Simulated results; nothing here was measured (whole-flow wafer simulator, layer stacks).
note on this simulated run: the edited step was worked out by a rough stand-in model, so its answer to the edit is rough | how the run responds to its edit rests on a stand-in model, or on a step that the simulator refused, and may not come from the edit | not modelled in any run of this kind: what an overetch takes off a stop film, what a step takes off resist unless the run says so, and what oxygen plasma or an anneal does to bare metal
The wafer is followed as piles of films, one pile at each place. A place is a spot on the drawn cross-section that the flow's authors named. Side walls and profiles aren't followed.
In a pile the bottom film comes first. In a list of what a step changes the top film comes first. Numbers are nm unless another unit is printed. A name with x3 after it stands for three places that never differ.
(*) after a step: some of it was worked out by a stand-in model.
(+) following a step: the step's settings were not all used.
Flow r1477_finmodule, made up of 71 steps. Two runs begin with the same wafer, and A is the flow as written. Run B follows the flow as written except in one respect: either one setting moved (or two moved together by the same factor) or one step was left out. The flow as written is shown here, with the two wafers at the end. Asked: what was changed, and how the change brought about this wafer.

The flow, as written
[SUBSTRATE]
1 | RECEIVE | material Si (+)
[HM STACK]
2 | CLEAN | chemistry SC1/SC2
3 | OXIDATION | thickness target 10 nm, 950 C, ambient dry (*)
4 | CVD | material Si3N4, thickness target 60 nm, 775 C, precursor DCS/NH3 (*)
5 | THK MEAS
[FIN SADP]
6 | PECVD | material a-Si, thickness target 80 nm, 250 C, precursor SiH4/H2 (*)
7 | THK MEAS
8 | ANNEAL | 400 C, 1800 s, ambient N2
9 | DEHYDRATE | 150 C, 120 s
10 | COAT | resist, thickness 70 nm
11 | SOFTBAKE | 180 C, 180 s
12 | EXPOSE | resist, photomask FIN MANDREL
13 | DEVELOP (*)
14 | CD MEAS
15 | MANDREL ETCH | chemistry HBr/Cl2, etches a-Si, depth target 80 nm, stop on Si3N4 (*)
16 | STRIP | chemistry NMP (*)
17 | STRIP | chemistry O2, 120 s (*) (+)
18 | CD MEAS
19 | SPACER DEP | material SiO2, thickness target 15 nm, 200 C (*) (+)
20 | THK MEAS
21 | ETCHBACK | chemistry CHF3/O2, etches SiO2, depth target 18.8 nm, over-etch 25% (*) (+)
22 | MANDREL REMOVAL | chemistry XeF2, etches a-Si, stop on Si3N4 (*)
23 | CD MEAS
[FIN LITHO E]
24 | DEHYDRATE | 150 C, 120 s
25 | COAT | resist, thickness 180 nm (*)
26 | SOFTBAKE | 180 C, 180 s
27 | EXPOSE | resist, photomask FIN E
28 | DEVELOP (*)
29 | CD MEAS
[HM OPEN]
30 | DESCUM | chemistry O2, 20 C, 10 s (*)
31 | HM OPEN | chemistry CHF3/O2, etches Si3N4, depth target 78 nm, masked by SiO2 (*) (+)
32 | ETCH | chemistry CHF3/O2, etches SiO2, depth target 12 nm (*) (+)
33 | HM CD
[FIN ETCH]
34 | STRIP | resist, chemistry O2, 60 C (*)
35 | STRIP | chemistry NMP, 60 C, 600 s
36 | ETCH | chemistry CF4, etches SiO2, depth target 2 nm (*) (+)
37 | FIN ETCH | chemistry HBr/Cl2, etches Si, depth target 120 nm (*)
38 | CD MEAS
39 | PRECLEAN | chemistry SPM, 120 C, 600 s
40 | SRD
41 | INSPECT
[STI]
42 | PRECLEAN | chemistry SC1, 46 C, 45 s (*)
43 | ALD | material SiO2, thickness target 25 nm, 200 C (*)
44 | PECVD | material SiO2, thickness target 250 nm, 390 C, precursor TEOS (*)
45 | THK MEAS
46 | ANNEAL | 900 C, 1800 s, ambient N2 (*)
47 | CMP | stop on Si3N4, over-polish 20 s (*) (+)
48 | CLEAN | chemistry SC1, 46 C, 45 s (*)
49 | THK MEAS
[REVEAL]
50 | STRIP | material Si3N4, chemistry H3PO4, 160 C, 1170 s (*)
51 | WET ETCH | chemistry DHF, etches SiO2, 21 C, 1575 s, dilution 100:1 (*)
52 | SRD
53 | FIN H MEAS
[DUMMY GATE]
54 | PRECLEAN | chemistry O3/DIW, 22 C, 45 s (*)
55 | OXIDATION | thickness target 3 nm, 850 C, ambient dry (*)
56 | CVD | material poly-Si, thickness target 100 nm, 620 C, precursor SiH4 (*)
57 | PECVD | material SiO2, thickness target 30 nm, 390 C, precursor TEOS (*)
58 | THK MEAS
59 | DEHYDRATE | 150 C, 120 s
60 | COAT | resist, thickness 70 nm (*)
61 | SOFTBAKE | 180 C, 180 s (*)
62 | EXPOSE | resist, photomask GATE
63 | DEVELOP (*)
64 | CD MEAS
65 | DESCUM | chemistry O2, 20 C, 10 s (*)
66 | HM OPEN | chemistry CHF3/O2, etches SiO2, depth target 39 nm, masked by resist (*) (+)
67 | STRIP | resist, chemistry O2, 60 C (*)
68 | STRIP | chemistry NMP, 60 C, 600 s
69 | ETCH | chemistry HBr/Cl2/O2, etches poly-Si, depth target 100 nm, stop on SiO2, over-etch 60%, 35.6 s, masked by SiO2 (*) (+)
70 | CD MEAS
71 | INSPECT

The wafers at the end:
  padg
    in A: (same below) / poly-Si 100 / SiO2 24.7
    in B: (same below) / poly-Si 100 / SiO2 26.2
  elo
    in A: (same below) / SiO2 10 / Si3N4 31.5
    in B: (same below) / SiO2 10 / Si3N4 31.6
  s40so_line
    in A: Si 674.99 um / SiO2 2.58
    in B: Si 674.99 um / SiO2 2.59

What caused this: step 57, PECVD: thickness target 31.5 nm was run, though the flow has thickness target 30 nm.

How this came from the change, step by step:
  57 | PECVD | material SiO2, thickness target 30 nm, 390 C, precursor TEOS (*)
      pad, padg, elg and 33 more: A SiO2 gains 30 (new film) | B SiO2 gains 31.5 (new film)
  66 | HM OPEN | chemistry CHF3/O2, etches SiO2, depth target 39 nm, masked by resist (*) (+)
      pad, elo, eso and 15 more: A SiO2 loses 30 (all of it), poly-Si loses 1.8 | B SiO2 loses 31.5 (all of it), poly-Si loses 1.5
